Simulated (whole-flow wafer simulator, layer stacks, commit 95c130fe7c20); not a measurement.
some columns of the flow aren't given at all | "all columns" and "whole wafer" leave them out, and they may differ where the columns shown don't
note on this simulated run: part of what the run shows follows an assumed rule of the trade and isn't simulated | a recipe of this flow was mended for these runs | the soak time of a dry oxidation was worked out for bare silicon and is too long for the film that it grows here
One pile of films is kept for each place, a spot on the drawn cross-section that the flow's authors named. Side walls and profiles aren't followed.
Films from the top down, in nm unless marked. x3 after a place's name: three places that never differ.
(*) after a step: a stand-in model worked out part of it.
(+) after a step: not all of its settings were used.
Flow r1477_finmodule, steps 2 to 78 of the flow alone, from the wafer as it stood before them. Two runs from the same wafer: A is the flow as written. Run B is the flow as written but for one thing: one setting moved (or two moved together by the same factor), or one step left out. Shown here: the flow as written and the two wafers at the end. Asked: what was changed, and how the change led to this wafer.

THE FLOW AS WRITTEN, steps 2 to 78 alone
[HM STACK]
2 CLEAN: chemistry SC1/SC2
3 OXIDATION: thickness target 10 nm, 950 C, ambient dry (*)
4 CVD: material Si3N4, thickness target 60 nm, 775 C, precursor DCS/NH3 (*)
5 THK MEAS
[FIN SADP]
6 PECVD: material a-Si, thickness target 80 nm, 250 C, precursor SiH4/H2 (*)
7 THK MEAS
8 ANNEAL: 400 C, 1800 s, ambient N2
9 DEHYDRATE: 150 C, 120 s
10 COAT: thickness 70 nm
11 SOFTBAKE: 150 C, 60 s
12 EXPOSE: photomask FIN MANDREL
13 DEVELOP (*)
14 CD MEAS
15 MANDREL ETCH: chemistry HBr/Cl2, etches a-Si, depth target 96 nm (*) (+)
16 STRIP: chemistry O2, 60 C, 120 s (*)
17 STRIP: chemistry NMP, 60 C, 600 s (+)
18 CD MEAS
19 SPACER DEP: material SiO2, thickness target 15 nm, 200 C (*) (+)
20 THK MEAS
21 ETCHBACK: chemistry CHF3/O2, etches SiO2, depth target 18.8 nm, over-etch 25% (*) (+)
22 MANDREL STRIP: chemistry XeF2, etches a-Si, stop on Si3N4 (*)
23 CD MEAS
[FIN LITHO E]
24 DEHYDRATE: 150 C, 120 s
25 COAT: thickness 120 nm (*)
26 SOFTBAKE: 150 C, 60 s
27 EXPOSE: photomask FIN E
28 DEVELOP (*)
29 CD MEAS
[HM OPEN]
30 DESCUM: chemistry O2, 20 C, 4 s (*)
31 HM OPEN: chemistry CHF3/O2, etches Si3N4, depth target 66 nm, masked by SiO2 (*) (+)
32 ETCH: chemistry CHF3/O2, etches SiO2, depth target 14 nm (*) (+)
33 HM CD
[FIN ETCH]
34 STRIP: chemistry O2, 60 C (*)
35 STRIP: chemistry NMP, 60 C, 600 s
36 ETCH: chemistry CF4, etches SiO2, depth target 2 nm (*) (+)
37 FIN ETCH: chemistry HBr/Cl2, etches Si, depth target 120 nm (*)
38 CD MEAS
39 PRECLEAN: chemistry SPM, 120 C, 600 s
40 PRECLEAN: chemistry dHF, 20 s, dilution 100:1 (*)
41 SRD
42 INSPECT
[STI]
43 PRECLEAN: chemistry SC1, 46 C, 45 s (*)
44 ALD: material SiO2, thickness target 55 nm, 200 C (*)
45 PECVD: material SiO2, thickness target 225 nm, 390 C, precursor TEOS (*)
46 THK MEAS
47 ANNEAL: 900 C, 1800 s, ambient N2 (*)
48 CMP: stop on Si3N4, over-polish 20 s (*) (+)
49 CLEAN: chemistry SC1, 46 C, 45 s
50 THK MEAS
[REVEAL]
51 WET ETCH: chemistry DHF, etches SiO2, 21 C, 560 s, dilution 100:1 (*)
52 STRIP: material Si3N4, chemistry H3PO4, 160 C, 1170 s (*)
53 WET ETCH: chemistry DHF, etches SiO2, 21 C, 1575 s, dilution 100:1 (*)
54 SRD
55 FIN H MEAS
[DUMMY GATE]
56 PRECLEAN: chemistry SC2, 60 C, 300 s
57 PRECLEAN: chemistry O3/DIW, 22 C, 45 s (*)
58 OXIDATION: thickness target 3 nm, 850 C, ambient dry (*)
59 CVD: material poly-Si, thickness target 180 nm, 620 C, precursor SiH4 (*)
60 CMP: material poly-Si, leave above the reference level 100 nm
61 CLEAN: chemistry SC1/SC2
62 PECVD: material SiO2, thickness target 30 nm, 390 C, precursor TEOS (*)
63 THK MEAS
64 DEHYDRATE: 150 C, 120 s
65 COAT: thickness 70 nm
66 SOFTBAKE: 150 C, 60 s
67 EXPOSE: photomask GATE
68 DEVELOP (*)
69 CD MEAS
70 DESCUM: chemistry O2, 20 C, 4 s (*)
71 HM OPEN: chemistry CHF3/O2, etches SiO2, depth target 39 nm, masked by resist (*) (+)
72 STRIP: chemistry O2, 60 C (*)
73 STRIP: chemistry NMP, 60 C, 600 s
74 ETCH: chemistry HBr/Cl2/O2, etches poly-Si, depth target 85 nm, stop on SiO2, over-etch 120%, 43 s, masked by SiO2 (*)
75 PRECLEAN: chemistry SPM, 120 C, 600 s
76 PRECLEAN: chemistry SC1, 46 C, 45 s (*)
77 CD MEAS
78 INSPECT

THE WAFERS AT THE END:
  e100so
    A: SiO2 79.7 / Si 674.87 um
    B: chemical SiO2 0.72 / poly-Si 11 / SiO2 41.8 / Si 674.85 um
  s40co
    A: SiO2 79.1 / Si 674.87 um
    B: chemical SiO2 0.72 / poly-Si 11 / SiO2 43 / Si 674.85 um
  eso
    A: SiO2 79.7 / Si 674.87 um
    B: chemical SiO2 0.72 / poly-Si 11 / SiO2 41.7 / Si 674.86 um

The cause: step 4, CVD: 658.8 C was run, where the flow has 775 C.

How the change led to this, step by step:
  4 CVD: material Si3N4, thickness target 60 nm, 775 C, precursor DCS/NH3 (*)
      pad, padg, elg and 33 more: A Si3N4 +60 (new film) | B Si3N4 +5.43 (new film)
  21 ETCHBACK: chemistry CHF3/O2, etches SiO2, depth target 18.8 nm, over-etch 25% (*) (+)
      pad, padg, elg and 21 more: A SiO2 -15 (all of it), Si3N4 -3.62 | B SiO2 -15 (all of it), Si3N4 -3.14 (all of it), SiO2 -0.5
  31 HM OPEN: chemistry CHF3/O2, etches Si3N4, depth target 66 nm, masked by SiO2 (*) (+)
      pad, padg, esg and 13 more: A Si3N4 -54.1 (all of it), SiO2 -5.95 | B SiO2 -9.5 (all of it), Si -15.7
      s40cg, s45cg, s50cg, s40co, s45co, s50co: A Si3N4 -60 (all of it), SiO2 -3 | B Si3N4 -5.43 (all of it), SiO2 -10 (all of it), Si -16.9
  32 ETCH: chemistry CHF3/O2, etches SiO2, depth target 14 nm (*) (+)
      e100sg, s40sg, e100so, s40so: A SiO2 -4.05 (all of it), Si -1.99 | B Si -2.61
      pad, padg: A SiO2 -4.05 (all of it), Si -1.99 | B Si -2.8
      (and at 16 more places)
  36 ETCH: chemistry CF4, etches SiO2, depth target 2 nm (*) (+)
      elg, e40lg, e100lg, e200lg, elo, e40lo, e100lo, e200lo: A Si3N4 -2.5 | B SiO2 -2
  37 FIN ETCH: chemistry HBr/Cl2, etches Si, depth target 120 nm (*)
      elg, e40lg, e100lg, e200lg, elo, e40lo, e100lo, e200lo: A Si3N4 -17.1 | B SiO2 -7.5 (all of it)
  39 PRECLEAN: chemistry SPM, 120 C, 600 s
      elg, e40lg, e100lg, e200lg, elo, e40lo, e100lo, e200lo: A nothing | B chemical SiO2 +0.8 (new film), Si -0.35
  40 PRECLEAN: chemistry dHF, 20 s, dilution 100:1 (*)
      elg, e40lg, e100lg, e200lg, elo, e40lo, e100lo, e200lo: A Si3N4 -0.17 | B chemical SiO2 -0.8 (all of it)
  43 PRECLEAN: chemistry SC1, 46 C, 45 s (*)
      elg, e40lg, e100lg, e200lg, elo, e40lo, e100lo, e200lo: A nothing | B chemical SiO2 +0.48 (new film), Si -0.82
  44 ALD: material SiO2, thickness target 55 nm, 200 C (*)
      s40cg, s45cg, s40co, s45co: A SiO2 +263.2 (new film) | B SiO2 +226.6 (new film)
      s40sg, s45sg, s40so, s45so: A SiO2 +263.8 (new film) | B SiO2 +225.5 (new film)
      (and at 12 more places)
  48 CMP: stop on Si3N4, over-polish 20 s (*) (+)
      elg, esg, e40lg and 13 more: A SiO2 -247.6 | B SiO2 -257.2
      pad, padg: A SiO2 -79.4 | B SiO2 -117.5
  51 WET ETCH: chemistry DHF, etches SiO2, 21 C, 560 s, dilution 100:1 (*)
      elg, e40lg, e100lg, e200lg, elo, e40lo, e100lo, e200lo: A SiO2 -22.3 (all of it), Si3N4 -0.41 | B SiO2 -12.7 (all of it), chemical SiO2 -0.48 (all of it)
  52 STRIP: material Si3N4, chemistry H3PO4, 160 C, 1170 s (*)
      elg, e40lg, e100lg, e200lg, elo, e40lo, e100lo, e200lo: A Si3N4 -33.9 (all of it), SiO2 -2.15 | B chemical SiO2 +0.5 (new film), Si -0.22
      s40sg_line, s45sg_line, s50sg_line, s40so_line, s45so_line, s50so_line: A Si3N4 -55.1 (all of it), SiO2 -1.49 | B Si3N4 -0.5 (all of it), SiO2 -3.19
  53 WET ETCH: chemistry DHF, etches SiO2, 21 C, 1575 s, dilution 100:1 (*)
      elg, e40lg, e100lg, e200lg, elo, e40lo, e100lo, e200lo: A SiO2 -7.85 (all of it) | B chemical SiO2 -0.5 (all of it)
      s40sg_line, s45sg_line, s50sg_line, s40so_line, s45so_line, s50so_line: A SiO2 -8.51 (all of it) | B SiO2 -6.81 (all of it)
      (and at 2 more places)
  59 CVD: material poly-Si, thickness target 180 nm, 620 C, precursor SiH4 (*)
      s40cg, s40sg, s45cg and 9 more: A poly-Si +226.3 (new film) | B poly-Si +280.8 (new film)
      esg, e40sg, e100sg, eso, e40so, e100so: A poly-Si +226.3 (new film) | B poly-Si +279.4 (new film)
      (and at 2 more places)
  60 CMP: material poly-Si, leave above the reference level 100 nm
      pad, padg: A poly-Si -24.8 | B nothing
      e200sg, e200so: A poly-Si -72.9 | B poly-Si -78.6
  ... 1 more step ...
  75 PRECLEAN: chemistry SPM, 120 C, 600 s
      eso, e40so, e100so and 7 more: A nothing | B chemical SiO2 +0.8 (new film), poly-Si -0.35
